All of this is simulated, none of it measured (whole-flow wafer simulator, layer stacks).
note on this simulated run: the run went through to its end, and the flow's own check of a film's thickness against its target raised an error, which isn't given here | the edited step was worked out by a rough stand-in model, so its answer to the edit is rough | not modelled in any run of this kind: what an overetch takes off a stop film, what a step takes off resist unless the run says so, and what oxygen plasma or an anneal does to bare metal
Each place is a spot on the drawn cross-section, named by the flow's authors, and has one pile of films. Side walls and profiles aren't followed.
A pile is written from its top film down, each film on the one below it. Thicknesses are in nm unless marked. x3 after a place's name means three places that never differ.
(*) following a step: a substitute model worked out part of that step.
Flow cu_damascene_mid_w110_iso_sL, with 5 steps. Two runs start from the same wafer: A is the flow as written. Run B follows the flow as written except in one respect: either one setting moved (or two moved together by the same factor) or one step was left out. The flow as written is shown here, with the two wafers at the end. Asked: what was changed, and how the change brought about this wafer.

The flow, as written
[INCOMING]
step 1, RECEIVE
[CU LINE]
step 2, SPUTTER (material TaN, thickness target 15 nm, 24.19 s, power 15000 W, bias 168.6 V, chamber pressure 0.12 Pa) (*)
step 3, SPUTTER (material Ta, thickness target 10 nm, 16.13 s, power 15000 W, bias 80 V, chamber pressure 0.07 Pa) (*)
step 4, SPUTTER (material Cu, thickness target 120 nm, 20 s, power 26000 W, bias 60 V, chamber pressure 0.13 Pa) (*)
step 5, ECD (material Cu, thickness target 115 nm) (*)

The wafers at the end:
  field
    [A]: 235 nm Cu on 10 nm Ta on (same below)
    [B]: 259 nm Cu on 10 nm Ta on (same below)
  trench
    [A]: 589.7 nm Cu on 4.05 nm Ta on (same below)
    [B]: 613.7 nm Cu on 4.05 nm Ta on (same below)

What caused this: step 4, SPUTTER: 24 s was run, while the flow as written has 20 s.

Step by step, how the change led to this:
  step 4, SPUTTER (material Cu, thickness target 120 nm, 20 s, power 26000 W, bias 60 V, chamber pressure 0.13 Pa) (*)
      field: A +120 Cu (new film) | B +144 Cu (new film)
      trench: A +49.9 Cu (new film) | B +59.9 Cu (new film)
  step 5, ECD (material Cu, thickness target 115 nm) (*)
      trench: A +539.8 Cu | B +553.8 Cu
